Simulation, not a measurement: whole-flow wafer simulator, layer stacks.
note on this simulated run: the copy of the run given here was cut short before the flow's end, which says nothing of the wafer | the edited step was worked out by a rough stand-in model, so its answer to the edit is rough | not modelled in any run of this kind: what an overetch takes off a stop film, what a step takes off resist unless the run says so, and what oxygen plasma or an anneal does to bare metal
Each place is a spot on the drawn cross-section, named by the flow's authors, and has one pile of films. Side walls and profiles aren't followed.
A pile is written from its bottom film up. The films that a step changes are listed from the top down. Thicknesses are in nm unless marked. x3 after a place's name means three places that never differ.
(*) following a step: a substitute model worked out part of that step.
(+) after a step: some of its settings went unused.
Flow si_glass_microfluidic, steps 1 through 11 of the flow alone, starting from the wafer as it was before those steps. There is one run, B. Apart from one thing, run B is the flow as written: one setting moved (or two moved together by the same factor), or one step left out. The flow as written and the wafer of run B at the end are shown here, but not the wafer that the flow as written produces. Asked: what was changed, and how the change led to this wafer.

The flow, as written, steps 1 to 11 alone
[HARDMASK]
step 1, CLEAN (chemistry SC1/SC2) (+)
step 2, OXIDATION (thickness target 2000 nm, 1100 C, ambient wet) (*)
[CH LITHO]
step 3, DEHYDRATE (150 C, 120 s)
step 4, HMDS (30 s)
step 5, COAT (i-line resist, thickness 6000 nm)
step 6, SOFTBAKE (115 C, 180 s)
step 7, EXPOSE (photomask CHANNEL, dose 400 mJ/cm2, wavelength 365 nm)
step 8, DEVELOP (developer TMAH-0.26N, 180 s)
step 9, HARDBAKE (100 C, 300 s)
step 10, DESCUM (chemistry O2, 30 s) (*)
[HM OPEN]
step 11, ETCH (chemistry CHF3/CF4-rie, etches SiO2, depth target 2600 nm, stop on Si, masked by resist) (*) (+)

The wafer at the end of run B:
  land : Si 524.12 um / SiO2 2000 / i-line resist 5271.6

Cause: step 11, ETCH: depth target 2080 nm was run, though the flow has depth target 2600 nm.

How this came from the change, step by step:
  step 11, ETCH (chemistry CHF3/CF4-rie, etches SiO2, depth target 2600 nm, stop on Si, masked by resist) (*) (+)
      land: i-line resist loses 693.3 (it would be, as written: i-line resist loses 866.7)
